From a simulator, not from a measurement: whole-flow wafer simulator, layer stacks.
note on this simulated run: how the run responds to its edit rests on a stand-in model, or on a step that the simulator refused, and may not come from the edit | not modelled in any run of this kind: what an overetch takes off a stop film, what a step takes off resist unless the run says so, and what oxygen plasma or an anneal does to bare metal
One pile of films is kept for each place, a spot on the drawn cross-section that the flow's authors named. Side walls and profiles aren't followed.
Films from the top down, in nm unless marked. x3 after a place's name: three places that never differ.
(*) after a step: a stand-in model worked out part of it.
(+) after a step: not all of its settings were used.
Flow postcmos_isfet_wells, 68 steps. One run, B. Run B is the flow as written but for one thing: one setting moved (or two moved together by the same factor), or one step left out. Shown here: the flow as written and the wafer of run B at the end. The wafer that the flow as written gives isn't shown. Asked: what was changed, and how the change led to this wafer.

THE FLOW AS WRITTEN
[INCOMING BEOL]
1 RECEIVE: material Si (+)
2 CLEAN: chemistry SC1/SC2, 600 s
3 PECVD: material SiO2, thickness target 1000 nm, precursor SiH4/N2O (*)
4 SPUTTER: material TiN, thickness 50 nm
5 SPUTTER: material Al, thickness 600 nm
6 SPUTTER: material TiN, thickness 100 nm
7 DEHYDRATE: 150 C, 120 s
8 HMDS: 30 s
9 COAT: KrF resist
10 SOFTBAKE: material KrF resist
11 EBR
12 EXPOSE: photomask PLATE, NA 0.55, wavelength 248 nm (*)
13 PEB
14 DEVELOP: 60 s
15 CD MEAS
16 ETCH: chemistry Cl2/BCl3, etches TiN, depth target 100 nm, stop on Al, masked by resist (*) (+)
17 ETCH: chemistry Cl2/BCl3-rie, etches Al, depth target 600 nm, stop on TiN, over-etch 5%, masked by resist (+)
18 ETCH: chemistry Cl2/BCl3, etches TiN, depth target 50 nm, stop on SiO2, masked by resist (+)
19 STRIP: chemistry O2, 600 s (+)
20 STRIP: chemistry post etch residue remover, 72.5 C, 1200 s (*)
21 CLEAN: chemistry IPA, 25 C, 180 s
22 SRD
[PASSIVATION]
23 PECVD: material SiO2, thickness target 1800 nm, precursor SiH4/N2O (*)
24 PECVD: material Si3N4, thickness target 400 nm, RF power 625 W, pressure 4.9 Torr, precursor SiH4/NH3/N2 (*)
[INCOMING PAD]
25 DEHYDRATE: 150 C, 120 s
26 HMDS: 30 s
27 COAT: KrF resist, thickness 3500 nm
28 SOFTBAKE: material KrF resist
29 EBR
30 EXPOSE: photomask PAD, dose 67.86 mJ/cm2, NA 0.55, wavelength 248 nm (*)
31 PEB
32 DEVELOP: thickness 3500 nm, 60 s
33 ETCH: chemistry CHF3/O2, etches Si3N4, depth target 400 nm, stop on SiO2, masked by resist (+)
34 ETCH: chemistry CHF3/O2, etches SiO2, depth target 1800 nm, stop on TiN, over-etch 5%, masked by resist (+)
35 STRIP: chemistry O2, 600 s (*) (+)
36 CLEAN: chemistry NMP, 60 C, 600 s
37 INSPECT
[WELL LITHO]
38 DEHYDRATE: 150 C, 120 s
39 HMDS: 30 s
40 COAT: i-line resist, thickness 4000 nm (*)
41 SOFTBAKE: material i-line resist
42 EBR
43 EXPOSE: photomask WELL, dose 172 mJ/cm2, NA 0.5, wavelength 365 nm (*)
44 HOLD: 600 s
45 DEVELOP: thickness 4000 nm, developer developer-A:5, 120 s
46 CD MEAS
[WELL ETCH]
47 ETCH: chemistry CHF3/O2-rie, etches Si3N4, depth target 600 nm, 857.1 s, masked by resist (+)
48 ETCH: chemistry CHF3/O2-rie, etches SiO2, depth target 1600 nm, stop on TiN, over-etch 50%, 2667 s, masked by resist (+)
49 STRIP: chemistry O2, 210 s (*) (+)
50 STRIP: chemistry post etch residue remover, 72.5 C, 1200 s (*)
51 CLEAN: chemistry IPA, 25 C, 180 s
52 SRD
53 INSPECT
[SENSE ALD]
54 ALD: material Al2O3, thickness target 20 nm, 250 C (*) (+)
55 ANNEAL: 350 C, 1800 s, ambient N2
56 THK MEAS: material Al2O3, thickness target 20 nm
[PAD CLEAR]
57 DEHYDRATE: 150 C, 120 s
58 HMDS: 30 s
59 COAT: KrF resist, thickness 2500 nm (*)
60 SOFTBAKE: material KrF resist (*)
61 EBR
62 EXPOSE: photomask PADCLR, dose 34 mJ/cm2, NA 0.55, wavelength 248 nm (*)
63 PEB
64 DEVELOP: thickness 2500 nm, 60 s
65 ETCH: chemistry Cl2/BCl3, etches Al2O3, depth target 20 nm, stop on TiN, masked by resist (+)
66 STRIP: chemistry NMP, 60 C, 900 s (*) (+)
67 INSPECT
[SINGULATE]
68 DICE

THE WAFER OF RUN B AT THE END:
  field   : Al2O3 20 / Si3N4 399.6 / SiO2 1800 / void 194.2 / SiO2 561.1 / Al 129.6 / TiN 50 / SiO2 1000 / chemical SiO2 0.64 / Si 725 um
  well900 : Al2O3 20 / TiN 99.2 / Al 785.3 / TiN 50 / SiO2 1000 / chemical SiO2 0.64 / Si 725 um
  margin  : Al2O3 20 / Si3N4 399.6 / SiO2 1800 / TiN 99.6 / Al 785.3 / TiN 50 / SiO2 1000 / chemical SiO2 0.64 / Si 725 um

The cause: step 5, SPUTTER: thickness 785.3 nm was run, where the flow has thickness 600 nm.
It can be read off the wafer: well900 has Al 785.3, and step 5 as written asks for 600 nm.

How the change led to this, step by step:
  5 SPUTTER: material Al, thickness 600 nm
      field, margin, well900, well1300 x3, pad_rim, pad_clr, pad_open: Al +785.3 (new film) (as written it would be: Al +600 (new film))
  17 ETCH: chemistry Cl2/BCl3-rie, etches Al, depth target 600 nm, stop on TiN, over-etch 5%, masked by resist (+)
      field: Al -600 (as written it would be: Al -600 (all of it))
  18 ETCH: chemistry Cl2/BCl3, etches TiN, depth target 50 nm, stop on SiO2, masked by resist (+)
      field: Al -50 (as written it would be: TiN -50 (all of it))
  20 STRIP: chemistry post etch residue remover, 72.5 C, 1200 s (*)
      field: Al -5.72 (as written it would be: nothing)
  23 PECVD: material SiO2, thickness target 1800 nm, precursor SiH4/N2O (*)
      field: SiO2 +1800 (new film), void +194.2 (new film), SiO2 +561.1 (new film) (as written it would be: SiO2 +1800 (new film), void +189.9 (new film), SiO2 +559.7)
Counting metal films that touch as one body, field has 1 body; the flow as written gives 0 bodies.
